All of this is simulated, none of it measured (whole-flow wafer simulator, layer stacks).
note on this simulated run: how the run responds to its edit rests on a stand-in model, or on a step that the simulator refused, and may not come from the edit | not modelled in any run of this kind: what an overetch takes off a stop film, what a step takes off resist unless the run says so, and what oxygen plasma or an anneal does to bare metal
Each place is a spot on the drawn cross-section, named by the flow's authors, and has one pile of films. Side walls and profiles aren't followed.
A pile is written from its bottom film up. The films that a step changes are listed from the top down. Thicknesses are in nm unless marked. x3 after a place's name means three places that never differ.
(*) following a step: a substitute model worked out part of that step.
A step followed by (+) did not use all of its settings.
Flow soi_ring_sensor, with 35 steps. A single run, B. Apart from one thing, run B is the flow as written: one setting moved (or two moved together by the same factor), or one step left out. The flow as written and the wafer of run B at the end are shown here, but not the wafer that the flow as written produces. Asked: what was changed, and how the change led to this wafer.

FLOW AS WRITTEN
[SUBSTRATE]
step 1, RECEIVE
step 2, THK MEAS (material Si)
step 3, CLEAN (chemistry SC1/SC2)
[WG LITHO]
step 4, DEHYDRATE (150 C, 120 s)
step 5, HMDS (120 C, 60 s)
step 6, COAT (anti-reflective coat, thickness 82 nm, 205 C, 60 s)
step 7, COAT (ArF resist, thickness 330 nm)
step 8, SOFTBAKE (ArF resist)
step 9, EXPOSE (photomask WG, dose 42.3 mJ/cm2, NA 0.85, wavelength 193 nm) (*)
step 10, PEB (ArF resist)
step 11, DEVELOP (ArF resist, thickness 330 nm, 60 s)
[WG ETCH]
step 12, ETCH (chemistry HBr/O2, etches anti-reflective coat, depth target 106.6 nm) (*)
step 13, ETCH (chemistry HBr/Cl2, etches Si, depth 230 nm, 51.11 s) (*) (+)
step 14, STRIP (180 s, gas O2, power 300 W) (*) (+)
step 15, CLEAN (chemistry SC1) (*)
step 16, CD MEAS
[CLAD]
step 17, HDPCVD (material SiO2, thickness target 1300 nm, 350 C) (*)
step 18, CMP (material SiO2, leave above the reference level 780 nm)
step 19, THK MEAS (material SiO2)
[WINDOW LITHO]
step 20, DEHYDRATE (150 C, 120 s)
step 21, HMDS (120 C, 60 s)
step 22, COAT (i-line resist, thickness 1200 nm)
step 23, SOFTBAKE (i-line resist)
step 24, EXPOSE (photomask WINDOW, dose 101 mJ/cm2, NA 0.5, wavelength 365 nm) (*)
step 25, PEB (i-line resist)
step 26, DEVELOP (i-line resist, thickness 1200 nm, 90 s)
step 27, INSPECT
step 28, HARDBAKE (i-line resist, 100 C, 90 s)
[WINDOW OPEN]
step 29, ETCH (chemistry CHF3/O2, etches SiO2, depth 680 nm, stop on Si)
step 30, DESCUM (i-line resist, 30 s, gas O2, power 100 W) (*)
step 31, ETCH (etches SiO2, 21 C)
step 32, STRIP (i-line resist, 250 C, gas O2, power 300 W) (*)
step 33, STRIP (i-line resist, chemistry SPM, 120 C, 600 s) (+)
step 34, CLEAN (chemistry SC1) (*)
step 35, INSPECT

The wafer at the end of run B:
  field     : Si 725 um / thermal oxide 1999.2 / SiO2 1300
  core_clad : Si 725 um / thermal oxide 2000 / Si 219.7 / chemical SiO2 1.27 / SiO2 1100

What caused this: step 18, CMP: leave above the reference level 1100 nm was run, whereas the flow has leave above the reference level 780 nm.
One can read it off the wafer: core_clad has SiO2 1100, and step 18 as written asks for 780 nm.

The path from the change to this, step by step:
  step 18, CMP (material SiO2, leave above the reference level 780 nm)
      gap, window, field, gap_clad: nothing (in the flow as written it would be: -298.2 SiO2)
      core, core_clad: -200 SiO2 (in the flow as written it would be: -520 SiO2)
  step 31, ETCH (etches SiO2, 21 C)
      core: -420 SiO2 (all of it), -1.27 chemical SiO2 (all of it) (in the flow as written it would be: -100 SiO2 (all of it), -1.27 chemical SiO2 (all of it))
  step 32, STRIP (i-line resist, 250 C, gas O2, power 300 W) (*)
      core_clad: -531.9 i-line resist (all of it) (in the flow as written it would be: -550.1 i-line resist (all of it))
